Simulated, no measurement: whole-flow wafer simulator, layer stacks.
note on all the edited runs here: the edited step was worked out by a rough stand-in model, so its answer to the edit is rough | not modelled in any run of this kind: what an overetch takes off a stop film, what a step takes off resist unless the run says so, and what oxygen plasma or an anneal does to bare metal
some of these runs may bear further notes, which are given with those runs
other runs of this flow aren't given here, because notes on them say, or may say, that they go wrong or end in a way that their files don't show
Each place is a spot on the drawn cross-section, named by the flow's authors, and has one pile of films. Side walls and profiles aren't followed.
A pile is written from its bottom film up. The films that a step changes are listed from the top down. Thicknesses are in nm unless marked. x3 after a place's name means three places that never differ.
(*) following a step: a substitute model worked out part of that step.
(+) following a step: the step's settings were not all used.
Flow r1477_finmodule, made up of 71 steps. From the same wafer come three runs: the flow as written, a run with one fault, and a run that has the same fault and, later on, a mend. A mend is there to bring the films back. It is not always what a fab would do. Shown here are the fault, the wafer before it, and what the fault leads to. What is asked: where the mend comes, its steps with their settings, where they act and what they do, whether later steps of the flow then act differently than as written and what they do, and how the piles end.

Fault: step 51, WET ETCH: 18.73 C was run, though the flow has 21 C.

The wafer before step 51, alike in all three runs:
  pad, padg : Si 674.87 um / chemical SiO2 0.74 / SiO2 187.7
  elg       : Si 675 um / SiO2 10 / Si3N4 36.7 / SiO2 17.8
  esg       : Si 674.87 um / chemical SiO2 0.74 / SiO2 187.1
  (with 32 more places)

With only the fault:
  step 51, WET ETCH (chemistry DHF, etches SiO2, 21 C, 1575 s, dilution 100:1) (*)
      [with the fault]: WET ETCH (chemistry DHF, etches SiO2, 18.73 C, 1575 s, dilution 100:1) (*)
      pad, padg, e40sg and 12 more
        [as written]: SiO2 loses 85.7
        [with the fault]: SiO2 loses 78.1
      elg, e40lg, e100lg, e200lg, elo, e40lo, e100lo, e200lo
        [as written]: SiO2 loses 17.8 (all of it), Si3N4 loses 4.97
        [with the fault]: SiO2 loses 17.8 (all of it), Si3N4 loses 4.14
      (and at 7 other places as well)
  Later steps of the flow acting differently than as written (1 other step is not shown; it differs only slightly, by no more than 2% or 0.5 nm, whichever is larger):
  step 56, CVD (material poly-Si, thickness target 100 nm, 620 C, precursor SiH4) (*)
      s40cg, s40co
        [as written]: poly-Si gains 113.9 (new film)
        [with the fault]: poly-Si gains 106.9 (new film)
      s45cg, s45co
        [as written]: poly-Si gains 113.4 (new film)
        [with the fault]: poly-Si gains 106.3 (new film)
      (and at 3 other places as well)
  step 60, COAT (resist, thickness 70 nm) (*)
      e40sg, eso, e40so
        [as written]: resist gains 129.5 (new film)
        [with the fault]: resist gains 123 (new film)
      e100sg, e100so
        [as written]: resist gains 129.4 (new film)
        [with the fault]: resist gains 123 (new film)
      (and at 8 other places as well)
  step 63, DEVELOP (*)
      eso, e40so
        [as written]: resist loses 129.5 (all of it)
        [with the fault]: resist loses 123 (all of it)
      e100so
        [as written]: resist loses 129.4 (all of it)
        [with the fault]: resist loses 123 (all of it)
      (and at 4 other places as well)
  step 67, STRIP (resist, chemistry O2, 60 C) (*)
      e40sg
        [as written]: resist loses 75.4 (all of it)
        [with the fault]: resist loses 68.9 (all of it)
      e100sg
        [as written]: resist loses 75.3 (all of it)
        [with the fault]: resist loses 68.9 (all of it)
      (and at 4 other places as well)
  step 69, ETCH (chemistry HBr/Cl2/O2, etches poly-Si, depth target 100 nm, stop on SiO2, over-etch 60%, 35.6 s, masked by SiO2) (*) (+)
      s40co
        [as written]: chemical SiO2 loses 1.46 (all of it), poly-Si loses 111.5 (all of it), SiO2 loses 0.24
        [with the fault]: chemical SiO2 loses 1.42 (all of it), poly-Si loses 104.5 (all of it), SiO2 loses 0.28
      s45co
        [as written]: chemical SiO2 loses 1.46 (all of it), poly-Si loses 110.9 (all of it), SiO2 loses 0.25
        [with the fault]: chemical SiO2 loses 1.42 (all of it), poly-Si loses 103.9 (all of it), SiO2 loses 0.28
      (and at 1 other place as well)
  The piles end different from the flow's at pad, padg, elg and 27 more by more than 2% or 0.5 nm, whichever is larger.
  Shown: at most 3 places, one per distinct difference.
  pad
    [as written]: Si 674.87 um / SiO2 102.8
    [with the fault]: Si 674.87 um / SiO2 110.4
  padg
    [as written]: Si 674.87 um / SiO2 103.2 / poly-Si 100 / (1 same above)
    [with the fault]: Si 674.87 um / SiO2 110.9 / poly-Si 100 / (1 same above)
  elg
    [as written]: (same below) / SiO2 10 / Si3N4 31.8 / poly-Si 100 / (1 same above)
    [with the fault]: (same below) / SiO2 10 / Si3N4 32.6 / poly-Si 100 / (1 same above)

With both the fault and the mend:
  The mend stands after step 51.
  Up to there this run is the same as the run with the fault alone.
  step 51a, WET ETCH (chemistry DHF, etches SiO2, 21 C, 137.8 s, dilution 100:1) (*) (the flow's step 51, run once more with other settings)
      pad, padg, e40sg and 12 more
        SiO2 loses 7.5
      elg, e40lg, e100lg, e200lg, elo, e40lo, e100lo, e200lo
        Si3N4 loses 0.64
      esg, s40cg, s45cg, s50cg, s40co, s45co, s50co
        SiO2 loses 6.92
  Later steps of the flow that are run all act as written at every place that is followed, up to a difference of at most 2% or 0.5 nm, whichever is larger.
  At the end the piles are close to the flow's at the places that both follow, differing by at most 2% or 0.5 nm, whichever is larger.
